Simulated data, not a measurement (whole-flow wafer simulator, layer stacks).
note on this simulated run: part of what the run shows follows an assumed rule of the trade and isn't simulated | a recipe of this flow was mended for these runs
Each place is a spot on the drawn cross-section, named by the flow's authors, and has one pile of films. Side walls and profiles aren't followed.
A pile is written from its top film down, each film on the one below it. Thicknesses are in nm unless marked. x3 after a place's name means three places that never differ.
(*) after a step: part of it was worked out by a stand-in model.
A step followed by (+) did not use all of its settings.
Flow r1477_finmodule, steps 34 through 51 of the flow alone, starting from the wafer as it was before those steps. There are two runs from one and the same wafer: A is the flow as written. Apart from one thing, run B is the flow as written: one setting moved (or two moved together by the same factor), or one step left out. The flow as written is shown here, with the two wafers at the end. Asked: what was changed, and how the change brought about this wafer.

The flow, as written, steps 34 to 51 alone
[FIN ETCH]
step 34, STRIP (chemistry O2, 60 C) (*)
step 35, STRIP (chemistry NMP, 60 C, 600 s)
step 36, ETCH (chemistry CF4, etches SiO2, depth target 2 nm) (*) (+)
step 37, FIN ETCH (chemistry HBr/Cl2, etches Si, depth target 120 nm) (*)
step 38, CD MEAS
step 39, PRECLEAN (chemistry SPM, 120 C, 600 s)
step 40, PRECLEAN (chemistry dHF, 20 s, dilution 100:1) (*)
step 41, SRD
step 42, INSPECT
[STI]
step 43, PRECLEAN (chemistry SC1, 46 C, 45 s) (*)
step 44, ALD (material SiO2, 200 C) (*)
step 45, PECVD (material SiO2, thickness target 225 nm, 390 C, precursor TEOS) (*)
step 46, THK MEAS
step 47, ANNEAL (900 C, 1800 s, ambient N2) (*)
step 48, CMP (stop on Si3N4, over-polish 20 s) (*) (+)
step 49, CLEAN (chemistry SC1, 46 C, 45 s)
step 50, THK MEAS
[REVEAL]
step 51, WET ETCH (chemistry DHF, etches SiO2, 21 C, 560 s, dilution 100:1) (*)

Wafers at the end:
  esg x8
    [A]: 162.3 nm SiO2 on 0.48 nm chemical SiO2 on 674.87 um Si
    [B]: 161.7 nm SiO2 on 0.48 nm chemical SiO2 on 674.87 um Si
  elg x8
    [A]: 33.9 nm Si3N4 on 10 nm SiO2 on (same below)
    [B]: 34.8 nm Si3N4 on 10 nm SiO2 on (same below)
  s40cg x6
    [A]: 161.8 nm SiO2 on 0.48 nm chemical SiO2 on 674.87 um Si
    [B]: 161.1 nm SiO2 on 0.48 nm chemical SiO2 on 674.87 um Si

What caused this: step 36, ETCH: depth target 1.2 nm was run, though the flow has depth target 2 nm.

How this came from the change, step by step:
  step 36, ETCH (chemistry CF4, etches SiO2, depth target 2 nm) (*) (+)
      pad x2, esg x8, s40cg x6, s40sg x6: A -1.2 chemical SiO2 (all of it), -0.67 Si | B -1.2 chemical SiO2 (all of it)
      elg x8: A -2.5 Si3N4 | B -1.5 Si3N4
      (and at 6 other places as well)
  step 51, WET ETCH (chemistry DHF, etches SiO2, 21 C, 560 s, dilution 100:1) (*)
      elg x8: A -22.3 SiO2 (all of it), -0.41 Si3N4 | B -21.3 SiO2 (all of it), -0.46 Si3N4
